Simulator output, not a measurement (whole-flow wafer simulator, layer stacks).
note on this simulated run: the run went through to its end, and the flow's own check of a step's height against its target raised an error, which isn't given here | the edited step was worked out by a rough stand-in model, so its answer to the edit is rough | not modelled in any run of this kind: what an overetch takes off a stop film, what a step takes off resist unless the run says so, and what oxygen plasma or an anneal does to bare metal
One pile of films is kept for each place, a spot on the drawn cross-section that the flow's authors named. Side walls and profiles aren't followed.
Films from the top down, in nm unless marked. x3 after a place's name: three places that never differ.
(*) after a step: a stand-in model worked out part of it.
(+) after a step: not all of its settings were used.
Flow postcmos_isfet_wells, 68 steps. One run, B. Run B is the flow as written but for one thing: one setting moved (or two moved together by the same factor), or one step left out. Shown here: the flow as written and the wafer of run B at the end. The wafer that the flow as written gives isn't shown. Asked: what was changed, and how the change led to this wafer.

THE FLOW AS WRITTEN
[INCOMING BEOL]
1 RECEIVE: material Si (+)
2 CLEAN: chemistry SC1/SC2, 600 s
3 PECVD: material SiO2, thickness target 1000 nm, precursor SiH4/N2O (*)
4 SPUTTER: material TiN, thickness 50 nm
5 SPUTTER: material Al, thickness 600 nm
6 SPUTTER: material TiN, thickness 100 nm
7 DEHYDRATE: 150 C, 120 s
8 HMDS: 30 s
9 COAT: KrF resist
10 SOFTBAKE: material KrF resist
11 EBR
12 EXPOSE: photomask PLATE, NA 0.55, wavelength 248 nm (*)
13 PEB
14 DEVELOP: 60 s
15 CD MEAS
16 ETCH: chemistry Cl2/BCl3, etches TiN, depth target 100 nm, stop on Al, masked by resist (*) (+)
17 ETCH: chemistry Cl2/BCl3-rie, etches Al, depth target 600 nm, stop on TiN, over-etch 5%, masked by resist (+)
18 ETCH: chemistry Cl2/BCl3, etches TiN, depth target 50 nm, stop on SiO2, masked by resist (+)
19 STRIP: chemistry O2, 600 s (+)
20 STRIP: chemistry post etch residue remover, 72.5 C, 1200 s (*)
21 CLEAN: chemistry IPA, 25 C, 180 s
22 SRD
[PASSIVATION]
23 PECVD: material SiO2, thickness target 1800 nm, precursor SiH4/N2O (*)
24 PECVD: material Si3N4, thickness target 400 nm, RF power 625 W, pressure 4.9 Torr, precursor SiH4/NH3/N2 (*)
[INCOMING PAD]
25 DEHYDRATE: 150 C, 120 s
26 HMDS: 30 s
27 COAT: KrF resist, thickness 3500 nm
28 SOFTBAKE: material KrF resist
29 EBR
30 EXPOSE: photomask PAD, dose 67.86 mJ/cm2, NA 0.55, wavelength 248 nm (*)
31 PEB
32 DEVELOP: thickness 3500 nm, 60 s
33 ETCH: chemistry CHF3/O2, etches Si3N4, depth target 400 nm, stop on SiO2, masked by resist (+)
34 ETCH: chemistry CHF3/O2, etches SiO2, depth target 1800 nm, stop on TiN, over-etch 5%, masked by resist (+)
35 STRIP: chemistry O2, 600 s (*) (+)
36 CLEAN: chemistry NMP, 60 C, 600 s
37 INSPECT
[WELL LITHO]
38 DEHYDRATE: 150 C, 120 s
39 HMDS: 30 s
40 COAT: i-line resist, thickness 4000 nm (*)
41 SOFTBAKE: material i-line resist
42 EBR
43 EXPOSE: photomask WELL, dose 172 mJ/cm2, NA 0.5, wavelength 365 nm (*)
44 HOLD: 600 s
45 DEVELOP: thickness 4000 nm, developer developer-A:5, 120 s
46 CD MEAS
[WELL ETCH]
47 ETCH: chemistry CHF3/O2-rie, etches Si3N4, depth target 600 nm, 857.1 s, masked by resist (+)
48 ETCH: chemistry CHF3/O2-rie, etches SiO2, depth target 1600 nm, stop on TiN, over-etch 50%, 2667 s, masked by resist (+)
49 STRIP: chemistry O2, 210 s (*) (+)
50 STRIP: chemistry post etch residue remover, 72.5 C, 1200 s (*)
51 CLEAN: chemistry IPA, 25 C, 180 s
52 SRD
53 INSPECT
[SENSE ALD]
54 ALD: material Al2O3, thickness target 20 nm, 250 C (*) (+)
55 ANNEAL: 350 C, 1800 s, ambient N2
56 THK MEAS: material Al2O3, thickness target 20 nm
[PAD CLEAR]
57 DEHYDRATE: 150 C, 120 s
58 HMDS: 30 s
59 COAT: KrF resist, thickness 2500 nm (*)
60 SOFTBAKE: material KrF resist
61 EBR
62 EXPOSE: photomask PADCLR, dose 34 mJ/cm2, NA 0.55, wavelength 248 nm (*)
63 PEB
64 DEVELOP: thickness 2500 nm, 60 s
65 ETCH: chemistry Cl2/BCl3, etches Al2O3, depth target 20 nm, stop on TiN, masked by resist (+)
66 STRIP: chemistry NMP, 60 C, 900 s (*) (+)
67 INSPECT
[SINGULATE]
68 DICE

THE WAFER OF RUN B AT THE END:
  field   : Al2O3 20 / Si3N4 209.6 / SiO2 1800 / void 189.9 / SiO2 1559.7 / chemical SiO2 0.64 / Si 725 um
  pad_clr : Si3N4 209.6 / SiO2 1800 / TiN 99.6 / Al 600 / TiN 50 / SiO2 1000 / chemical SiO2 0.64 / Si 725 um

The cause: step 24, PECVD: thickness target 210 nm was run, where the flow has thickness target 400 nm.

How the change led to this, step by step:
  24 PECVD: material Si3N4, thickness target 400 nm, RF power 625 W, pressure 4.9 Torr, precursor SiH4/NH3/N2 (*)
      field, margin, well900, well1300 x3, pad_rim, pad_clr, pad_open: Si3N4 +210 (new film) (as written it would be: Si3N4 +400 (new film))
  33 ETCH: chemistry CHF3/O2, etches Si3N4, depth target 400 nm, stop on SiO2, masked by resist (+)
      field, margin, well900, well1300 x3, pad_rim, pad_clr: KrF resist -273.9 (as written it would be: KrF resist -347.8)
      pad_open: Si3N4 -210 (all of it) (as written it would be: Si3N4 -400 (all of it))
  35 STRIP: chemistry O2, 600 s (*) (+)
      field, margin, well900, well1300 x3, pad_rim, pad_clr: KrF resist -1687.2 (all of it) (as written it would be: KrF resist -1613.3 (all of it))
  41 SOFTBAKE: material i-line resist
      pad_clr: i-line resist -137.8 (as written it would be: i-line resist -156.7)
      pad_open: i-line resist +106.9 (as written it would be: i-line resist +115.3)
  47 ETCH: chemistry CHF3/O2-rie, etches Si3N4, depth target 600 nm, 857.1 s, masked by resist (+)
      well900, well1300 x3: Si3N4 -210 (all of it), SiO2 -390 (as written it would be: Si3N4 -400 (all of it), SiO2 -200)
  48 ETCH: chemistry CHF3/O2-rie, etches SiO2, depth target 1600 nm, stop on TiN, over-etch 50%, 2667 s, masked by resist (+)
      well900, well1300 x3: SiO2 -1410 (all of it) (as written it would be: SiO2 -1600 (all of it))
  49 STRIP: chemistry O2, 210 s (*) (+)
      pad_clr: i-line resist -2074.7 (all of it) (as written it would be: i-line resist -1996.5 (all of it))
      pad_open: i-line resist -3739.7 (all of it) (as written it would be: i-line resist -3816.3 (all of it))
  59 COAT: KrF resist, thickness 2500 nm (*)
      field: KrF resist +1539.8 (new film) (as written it would be: KrF resist +1449 (new film))
      margin: KrF resist +1539.7 (new film) (as written it would be: KrF resist +1448.9 (new film))
      (and at 2 more places)
  63 PEB
      field, margin: KrF resist -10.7 (as written it would be: KrF resist -10.1)
  64 DEVELOP: thickness 2500 nm, 60 s
      pad_clr: KrF resist -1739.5 (all of it) (as written it would be: KrF resist -1676 (all of it))
  66 STRIP: chemistry NMP, 60 C, 900 s (*) (+)
      field, margin: KrF resist -1490.2 (all of it) (as written it would be: KrF resist -1400.1 (all of it))
      pad_rim: KrF resist -1965.9 (all of it) (as written it would be: KrF resist -1923.7 (all of it))
